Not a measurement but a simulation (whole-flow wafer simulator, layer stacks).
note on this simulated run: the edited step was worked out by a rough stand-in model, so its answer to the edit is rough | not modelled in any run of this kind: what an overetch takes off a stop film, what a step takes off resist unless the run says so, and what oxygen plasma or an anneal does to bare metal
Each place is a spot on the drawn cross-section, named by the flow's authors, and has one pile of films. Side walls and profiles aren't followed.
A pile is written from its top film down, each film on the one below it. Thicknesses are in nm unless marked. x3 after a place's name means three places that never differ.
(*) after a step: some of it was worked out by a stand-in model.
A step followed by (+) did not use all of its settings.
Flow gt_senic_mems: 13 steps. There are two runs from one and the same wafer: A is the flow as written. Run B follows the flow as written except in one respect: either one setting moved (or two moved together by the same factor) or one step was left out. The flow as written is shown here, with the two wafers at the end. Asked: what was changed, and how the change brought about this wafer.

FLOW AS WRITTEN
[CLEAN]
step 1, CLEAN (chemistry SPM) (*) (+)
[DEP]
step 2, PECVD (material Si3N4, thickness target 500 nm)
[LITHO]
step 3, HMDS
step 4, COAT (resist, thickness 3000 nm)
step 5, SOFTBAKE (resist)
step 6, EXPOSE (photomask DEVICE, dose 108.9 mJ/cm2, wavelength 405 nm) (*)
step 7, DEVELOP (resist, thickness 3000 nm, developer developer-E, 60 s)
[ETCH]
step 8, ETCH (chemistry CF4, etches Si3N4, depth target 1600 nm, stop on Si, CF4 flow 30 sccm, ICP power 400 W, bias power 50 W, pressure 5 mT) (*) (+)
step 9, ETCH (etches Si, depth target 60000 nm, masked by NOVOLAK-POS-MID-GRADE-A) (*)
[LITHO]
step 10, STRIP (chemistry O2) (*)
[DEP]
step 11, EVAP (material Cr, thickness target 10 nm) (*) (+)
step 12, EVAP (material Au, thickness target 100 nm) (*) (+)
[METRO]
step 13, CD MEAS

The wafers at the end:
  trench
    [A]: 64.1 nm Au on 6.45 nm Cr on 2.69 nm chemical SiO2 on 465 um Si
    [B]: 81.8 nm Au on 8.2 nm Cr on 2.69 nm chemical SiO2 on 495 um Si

The reason: step 9, ETCH: depth target 30000 nm was run, whereas the flow has depth target 60000 nm.

The path from the change to this, step by step:
  step 9, ETCH (etches Si, depth target 60000 nm, masked by NOVOLAK-POS-MID-GRADE-A) (*)
      field: A resist loses 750 | B resist loses 375
      trench: A Si loses 60 um | B Si loses 30 um
  step 10, STRIP (chemistry O2) (*)
      field: A resist loses 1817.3 (all of it) | B resist loses 2192.3 (all of it)
  step 11, EVAP (material Cr, thickness target 10 nm) (*) (+)
      trench: A Cr gains 6.45 (new film) | B Cr gains 8.2 (new film)
  step 12, EVAP (material Au, thickness target 100 nm) (*) (+)
      trench: A Au gains 64.1 (new film) | B Au gains 81.8 (new film)
